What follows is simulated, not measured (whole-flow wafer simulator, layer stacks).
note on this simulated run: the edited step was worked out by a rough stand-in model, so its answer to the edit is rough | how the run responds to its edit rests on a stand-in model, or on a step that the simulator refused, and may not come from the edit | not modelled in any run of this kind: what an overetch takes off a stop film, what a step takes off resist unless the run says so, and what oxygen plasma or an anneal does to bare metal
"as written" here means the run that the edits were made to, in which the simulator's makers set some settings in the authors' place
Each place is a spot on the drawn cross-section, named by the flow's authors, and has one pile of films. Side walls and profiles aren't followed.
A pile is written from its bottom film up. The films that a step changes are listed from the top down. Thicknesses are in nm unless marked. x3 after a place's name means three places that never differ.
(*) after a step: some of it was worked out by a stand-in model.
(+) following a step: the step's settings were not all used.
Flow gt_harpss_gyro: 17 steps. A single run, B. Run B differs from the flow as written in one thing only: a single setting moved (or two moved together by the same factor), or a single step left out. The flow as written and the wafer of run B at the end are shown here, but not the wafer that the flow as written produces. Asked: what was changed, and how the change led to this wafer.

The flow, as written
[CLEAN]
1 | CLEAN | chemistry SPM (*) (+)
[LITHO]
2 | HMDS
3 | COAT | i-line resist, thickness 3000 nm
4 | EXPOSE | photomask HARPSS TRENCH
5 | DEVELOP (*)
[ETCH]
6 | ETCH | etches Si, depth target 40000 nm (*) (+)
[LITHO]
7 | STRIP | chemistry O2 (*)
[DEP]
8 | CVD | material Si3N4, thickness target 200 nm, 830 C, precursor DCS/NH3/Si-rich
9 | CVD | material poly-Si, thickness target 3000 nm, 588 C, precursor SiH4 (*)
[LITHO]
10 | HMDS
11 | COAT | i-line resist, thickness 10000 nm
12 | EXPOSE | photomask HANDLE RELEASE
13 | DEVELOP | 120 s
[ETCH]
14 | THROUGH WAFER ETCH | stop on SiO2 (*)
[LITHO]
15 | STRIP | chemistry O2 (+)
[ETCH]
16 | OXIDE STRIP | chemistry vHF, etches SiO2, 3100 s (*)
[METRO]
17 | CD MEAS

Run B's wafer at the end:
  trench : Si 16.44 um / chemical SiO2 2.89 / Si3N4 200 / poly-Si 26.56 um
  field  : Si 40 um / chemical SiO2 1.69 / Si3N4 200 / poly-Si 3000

The reason: step 6, ETCH: depth target 23560 nm was run, whereas the flow has depth target 40000 nm.

The path from the change to this, step by step:
  6 | ETCH | etches Si, depth target 40000 nm (*) (+)
      trench: chemical SiO2 loses 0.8 (all of it), Si loses 23.56 um (as written it would have been: chemical SiO2 loses 0.8 (all of it), Si loses 40 um (all of it))
      field: i-line resist loses 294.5 (as written it would have been: i-line resist loses 500)
  7 | STRIP | chemistry O2 (*)
      trench: chemical SiO2 gains 2.89 (new film), Si loses 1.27 (as written it would have been: nothing)
      field: i-line resist loses 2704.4 (all of it), chemical SiO2 gains 0.89, Si loses 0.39 (as written it would have been: i-line resist loses 2498.9 (all of it), chemical SiO2 gains 0.87, Si loses 0.38)
  8 | CVD | material Si3N4, thickness target 200 nm, 830 C, precursor DCS/NH3/Si-rich
      trench: Si3N4 gains 200 (new film) (as written it would have been: Si3N4 gains 195.9 (new film))
  9 | CVD | material poly-Si, thickness target 3000 nm, 588 C, precursor SiH4 (*)
      trench: poly-Si gains 26.56 um (new film) (as written it would have been: poly-Si gains 43.01 um (new film))
